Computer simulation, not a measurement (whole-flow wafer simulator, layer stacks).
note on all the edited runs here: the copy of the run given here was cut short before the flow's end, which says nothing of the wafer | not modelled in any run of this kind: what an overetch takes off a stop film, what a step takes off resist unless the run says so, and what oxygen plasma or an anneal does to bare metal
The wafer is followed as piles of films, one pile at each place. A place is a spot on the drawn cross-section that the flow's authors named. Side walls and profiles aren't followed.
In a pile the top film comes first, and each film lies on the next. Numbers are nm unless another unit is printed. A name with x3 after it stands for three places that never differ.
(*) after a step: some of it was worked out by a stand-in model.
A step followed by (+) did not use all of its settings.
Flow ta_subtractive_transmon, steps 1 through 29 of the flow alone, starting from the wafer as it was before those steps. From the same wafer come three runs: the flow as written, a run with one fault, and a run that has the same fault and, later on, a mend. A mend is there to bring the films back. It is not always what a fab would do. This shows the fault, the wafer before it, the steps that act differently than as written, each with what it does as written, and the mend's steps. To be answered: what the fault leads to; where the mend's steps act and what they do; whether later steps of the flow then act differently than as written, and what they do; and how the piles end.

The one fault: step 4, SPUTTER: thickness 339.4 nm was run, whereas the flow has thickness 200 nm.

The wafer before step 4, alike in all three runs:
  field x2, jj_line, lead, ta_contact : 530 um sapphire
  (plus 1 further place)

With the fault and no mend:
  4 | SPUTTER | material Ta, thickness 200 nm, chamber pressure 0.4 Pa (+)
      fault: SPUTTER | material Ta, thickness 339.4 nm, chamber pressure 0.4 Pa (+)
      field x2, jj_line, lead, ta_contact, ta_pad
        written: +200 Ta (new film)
        fault: +339.4 Ta (new film)
  Steps later in the flow that act otherwise than as written (not shown: 3 more steps that differ only slightly, by at most 2% or 0.5 nm, whichever is larger):
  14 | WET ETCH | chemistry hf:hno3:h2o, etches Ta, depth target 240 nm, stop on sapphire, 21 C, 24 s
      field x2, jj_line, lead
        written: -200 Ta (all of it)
        fault: -240 Ta
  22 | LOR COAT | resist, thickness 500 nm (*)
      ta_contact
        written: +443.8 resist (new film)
        fault: +433.7 resist (new film)
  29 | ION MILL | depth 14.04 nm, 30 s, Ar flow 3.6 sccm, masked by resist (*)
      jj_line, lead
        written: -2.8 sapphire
        fault: -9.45 Ta
  At field x2, jj_line, lead, ta_contact, ta_pad, the piles at the end differ from the flow's by more than 2% or 0.5 nm, whichever is larger.
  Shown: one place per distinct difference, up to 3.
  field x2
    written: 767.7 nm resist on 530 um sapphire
    fault: 767.7 nm resist on 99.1 nm Ta on 530 um sapphire
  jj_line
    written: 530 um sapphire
    fault: 89.7 nm Ta on 530 um sapphire
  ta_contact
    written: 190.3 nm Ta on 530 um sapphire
    fault: 329.7 nm Ta on 530 um sapphire

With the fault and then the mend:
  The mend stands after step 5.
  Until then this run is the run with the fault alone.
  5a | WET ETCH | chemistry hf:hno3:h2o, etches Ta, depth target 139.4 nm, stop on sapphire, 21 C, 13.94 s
      field x2, jj_line, lead, ta_contact, ta_pad
        -139.4 Ta
  Every later step of the flow that is run acts as written at every place that is followed.
  At every place that both follow, the piles at the end match the flow's.
